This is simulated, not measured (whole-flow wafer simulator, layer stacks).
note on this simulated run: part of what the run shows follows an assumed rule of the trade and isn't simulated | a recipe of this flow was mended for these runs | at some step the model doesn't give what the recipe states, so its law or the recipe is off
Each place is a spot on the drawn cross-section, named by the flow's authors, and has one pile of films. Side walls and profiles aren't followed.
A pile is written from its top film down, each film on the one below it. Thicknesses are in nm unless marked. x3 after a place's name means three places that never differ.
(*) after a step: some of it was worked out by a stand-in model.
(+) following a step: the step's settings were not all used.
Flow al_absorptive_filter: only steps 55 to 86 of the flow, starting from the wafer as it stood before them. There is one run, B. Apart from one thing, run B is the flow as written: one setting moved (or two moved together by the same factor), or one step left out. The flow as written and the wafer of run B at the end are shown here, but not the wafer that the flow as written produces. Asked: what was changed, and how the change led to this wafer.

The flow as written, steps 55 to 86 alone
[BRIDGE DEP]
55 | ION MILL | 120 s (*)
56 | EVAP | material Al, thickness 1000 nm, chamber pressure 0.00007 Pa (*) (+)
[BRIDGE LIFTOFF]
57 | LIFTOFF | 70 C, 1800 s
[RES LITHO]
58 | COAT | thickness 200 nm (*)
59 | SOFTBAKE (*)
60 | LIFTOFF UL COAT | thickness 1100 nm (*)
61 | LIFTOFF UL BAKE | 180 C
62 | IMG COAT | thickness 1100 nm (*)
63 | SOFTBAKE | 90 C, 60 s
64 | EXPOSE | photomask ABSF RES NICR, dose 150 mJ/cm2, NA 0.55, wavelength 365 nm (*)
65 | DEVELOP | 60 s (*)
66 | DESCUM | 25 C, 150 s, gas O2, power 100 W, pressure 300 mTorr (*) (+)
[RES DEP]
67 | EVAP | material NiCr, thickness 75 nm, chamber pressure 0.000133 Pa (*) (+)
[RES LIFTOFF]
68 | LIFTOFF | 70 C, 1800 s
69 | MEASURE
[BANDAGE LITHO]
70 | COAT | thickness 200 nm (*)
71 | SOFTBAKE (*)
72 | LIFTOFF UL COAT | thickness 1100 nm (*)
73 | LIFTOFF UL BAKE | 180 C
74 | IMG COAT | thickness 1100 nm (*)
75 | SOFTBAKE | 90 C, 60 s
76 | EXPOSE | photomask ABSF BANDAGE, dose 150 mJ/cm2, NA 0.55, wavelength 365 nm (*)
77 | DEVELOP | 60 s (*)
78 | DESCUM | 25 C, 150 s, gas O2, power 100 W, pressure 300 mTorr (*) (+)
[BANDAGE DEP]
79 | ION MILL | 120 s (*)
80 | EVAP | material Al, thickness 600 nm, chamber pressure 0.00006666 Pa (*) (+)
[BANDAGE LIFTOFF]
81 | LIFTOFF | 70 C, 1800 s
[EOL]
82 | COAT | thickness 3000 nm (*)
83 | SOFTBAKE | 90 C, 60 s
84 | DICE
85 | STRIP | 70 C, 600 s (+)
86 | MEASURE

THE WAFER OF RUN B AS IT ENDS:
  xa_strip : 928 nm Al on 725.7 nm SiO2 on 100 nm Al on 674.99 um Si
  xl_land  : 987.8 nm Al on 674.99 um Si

Cause: step 56, EVAP: thickness 928 nm was run, whereas the flow has thickness 1000 nm.
The wafer lets one read it off: xa_strip has Al 928, and step 56 as written asks for 1000 nm.

How this came from the change, step by step:
  56 | EVAP | material Al, thickness 1000 nm, chamber pressure 0.00007 Pa (*) (+)
      gnd, pad_far, pad_near and 10 more: +928 Al (new film) (as written it would have been: +1000 Al (new film))
      xl_land: +928 Al (as written it would have been: +1000 Al)
  57 | LIFTOFF | 70 C, 1800 s
      gnd, xa_field, idc_field: -928 Al (all of it), -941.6 i-line-resist (all of it), -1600 lift-off-underlayer (all of it), -200 acrylic-e-beam-resist (all of it) (as written it would have been: -1000 Al (all of it), -941.6 i-line-resist (all of it), -1600 lift-off-underlayer (all of it), -200 acrylic-e-beam-resist (all of it))
      pad_far: -928 Al (all of it), -940.5 i-line-resist (all of it), -1591.1 lift-off-underlayer (all of it), -198.5 acrylic-e-beam-resist (all of it) (as written it would have been: -1000 Al (all of it), -940.5 i-line-resist (all of it), -1591.1 lift-off-underlayer (all of it), -198.5 acrylic-e-beam-resist (all of it))
      (also at 6 further places)
  58 | COAT | thickness 200 nm (*)
      xa_margin: +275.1 acrylic-e-beam-resist (new film) (as written it would have been: +288.1 acrylic-e-beam-resist (new film))
      xa_strip: +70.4 acrylic-e-beam-resist (new film) (as written it would have been: +66.9 acrylic-e-beam-resist (new film))
  60 | LIFTOFF UL COAT | thickness 1100 nm (*)
      xa_margin: +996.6 lift-off-underlayer (new film) (as written it would have been: +1021 lift-off-underlayer (new film))
      xa_strip: +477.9 lift-off-underlayer (new film) (as written it would have been: +459.8 lift-off-underlayer (new film))
  62 | IMG COAT | thickness 1100 nm (*)
      xa_margin: +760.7 i-line-resist (new film) (as written it would have been: +741.1 i-line-resist (new film))
      xa_strip: +606.6 i-line-resist (new film) (as written it would have been: +577.9 i-line-resist (new film))
  68 | LIFTOFF | 70 C, 1800 s
      xa_margin: -75 NiCr (all of it), -617.8 i-line-resist (all of it), -996.6 lift-off-underlayer (all of it), -275.1 acrylic-e-beam-resist (all of it) (as written it would have been: -75 NiCr (all of it), -598.1 i-line-resist (all of it), -1021 lift-off-underlayer (all of it), -288.1 acrylic-e-beam-resist (all of it))
      xa_strip: -75 NiCr (all of it), -461.9 i-line-resist (all of it), -477.9 lift-off-underlayer (all of it), -70.4 acrylic-e-beam-resist (all of it) (as written it would have been: -75 NiCr (all of it), -433.3 i-line-resist (all of it), -459.8 lift-off-underlayer (all of it), -66.9 acrylic-e-beam-resist (all of it))
  70 | COAT | thickness 200 nm (*)
      xa_margin: +275.1 acrylic-e-beam-resist (new film) (as written it would have been: +288.1 acrylic-e-beam-resist (new film))
      xa_strip: +70.4 acrylic-e-beam-resist (new film) (as written it would have been: +66.9 acrylic-e-beam-resist (new film))
  72 | LIFTOFF UL COAT | thickness 1100 nm (*)
      xa_margin: +996.6 lift-off-underlayer (new film) (as written it would have been: +1021 lift-off-underlayer (new film))
      xa_strip: +477.9 lift-off-underlayer (new film) (as written it would have been: +459.8 lift-off-underlayer (new film))
  74 | IMG COAT | thickness 1100 nm (*)
      xa_margin: +760.7 i-line-resist (new film) (as written it would have been: +741.1 i-line-resist (new film))
      xa_strip: +606.6 i-line-resist (new film) (as written it would have been: +577.9 i-line-resist (new film))
  81 | LIFTOFF | 70 C, 1800 s
      xa_margin: -600 Al (all of it), -624.1 i-line-resist (all of it), -996.6 lift-off-underlayer (all of it), -275.1 acrylic-e-beam-resist (all of it) (as written it would have been: -600 Al (all of it), -604.4 i-line-resist (all of it), -1021 lift-off-underlayer (all of it), -288.1 acrylic-e-beam-resist (all of it))
      xa_strip: -600 Al (all of it), -468.3 i-line-resist (all of it), -477.9 lift-off-underlayer (all of it), -70.4 acrylic-e-beam-resist (all of it) (as written it would have been: -600 Al (all of it), -439.6 i-line-resist (all of it), -459.8 lift-off-underlayer (all of it), -66.9 acrylic-e-beam-resist (all of it))
  82 | COAT | thickness 3000 nm (*)
      xa_strip: +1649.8 i-line-resist (new film) (as written it would have been: +1594.3 i-line-resist (new film))
  83 | SOFTBAKE | 90 C, 60 s
      xa_margin: -90 i-line-resist (as written it would have been: -94.2 i-line-resist)
      xa_strip: -112 i-line-resist (as written it would have been: -117.3 i-line-resist)
  85 | STRIP | 70 C, 600 s (+)
      xa_strip: -1537.8 i-line-resist (all of it) (as written it would have been: -1477 i-line-resist (all of it))
